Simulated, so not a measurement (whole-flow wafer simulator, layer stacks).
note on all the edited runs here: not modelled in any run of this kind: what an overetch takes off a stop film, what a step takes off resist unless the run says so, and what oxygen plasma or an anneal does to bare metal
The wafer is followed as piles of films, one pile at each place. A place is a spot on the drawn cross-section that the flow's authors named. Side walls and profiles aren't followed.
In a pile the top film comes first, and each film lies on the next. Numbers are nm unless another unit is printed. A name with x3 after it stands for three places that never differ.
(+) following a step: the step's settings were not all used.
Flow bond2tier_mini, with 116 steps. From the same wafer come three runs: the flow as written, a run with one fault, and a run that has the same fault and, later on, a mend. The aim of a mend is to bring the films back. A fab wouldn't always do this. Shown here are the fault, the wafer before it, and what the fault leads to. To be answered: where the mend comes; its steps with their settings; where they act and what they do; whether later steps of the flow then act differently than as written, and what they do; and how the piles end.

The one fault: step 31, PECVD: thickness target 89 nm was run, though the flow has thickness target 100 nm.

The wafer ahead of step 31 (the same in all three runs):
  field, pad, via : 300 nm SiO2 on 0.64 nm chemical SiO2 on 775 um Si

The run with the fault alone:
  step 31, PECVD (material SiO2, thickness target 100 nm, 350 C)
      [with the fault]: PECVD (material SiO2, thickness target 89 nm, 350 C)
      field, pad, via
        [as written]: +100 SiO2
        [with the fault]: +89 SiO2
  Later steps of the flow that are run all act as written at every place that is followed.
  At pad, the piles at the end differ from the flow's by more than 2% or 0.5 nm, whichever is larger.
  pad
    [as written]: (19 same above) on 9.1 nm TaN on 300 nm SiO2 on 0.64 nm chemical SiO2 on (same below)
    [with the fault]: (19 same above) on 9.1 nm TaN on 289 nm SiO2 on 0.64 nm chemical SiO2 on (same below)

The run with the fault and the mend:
  The mend stands after step 36.
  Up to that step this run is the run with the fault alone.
  step 36a, STRIP (chemistry O2, over-ash 100%) (+)
      field
        -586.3 KrF resist (all of it)
  step 36b, PECVD (material SiO2, thickness target 11 nm, 350 C) (a further turn of the flow's step 31, with different settings)
      field, pad, via
        +11 SiO2
  step 36c, COAT (KrF resist, thickness 600 nm) (a further turn of the flow's step 32)
      field, pad, via
        +600 KrF resist (new film)
  step 36d, SOFTBAKE (KrF resist) (a further turn of the flow's step 33)
      does not change any film at any place that is followed
  step 36e, EXPOSE (photomask APAD, NA 0.6) (a further turn of the flow's step 34)
      does not change any film at any place that is followed
  step 36f, PEB (KrF resist) (a further turn of the flow's step 35)
      does not change any film at any place that is followed
  step 36g, DEVELOP (developer TMAH-0.26N, 60 s) (a further turn of the flow's step 36)
      pad, via
        -600 KrF resist (all of it)
      field
        -13.7 KrF resist
  Later steps of the flow that are run all act as written at every place that is followed.
  By the end, the piles equal the flow's at every place that both follow.
